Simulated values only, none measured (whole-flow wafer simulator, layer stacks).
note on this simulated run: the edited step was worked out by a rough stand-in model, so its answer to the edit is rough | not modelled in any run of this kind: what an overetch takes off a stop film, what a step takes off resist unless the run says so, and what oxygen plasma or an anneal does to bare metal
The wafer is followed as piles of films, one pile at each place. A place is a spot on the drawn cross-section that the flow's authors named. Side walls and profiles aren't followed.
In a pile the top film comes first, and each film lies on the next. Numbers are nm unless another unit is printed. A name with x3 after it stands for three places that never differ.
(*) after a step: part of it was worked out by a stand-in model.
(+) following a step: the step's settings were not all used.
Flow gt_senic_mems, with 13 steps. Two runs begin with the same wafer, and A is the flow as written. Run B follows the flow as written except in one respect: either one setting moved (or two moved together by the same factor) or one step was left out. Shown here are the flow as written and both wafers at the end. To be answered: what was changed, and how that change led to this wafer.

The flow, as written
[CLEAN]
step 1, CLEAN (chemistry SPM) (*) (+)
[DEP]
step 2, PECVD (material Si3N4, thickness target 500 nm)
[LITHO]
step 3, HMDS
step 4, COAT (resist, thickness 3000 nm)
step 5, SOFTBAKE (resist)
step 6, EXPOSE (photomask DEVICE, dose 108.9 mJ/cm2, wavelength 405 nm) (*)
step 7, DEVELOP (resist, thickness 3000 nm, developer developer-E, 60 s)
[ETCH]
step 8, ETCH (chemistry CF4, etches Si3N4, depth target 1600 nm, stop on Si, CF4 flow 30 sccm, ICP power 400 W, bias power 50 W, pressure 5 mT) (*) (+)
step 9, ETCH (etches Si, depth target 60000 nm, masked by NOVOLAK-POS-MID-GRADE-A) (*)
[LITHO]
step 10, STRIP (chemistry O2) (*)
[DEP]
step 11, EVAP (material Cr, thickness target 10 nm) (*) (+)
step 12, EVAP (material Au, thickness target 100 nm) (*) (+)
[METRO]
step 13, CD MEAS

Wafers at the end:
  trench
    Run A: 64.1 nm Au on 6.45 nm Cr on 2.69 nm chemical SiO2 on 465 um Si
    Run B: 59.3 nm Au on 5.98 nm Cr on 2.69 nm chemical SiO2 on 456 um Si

Cause: step 9, ETCH: depth target 69000 nm was run, whereas the flow has depth target 60000 nm.

Step by step, how the change led to this:
  step 9, ETCH (etches Si, depth target 60000 nm, masked by NOVOLAK-POS-MID-GRADE-A) (*)
      field: A resist loses 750 | B resist loses 862.5
      trench: A Si loses 60 um | B Si loses 69 um
  step 10, STRIP (chemistry O2) (*)
      field: A resist loses 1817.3 (all of it) | B resist loses 1704.8 (all of it)
  step 12, EVAP (material Au, thickness target 100 nm) (*) (+)
      trench: A Au gains 64.1 (new film) | B Au gains 59.3 (new film)
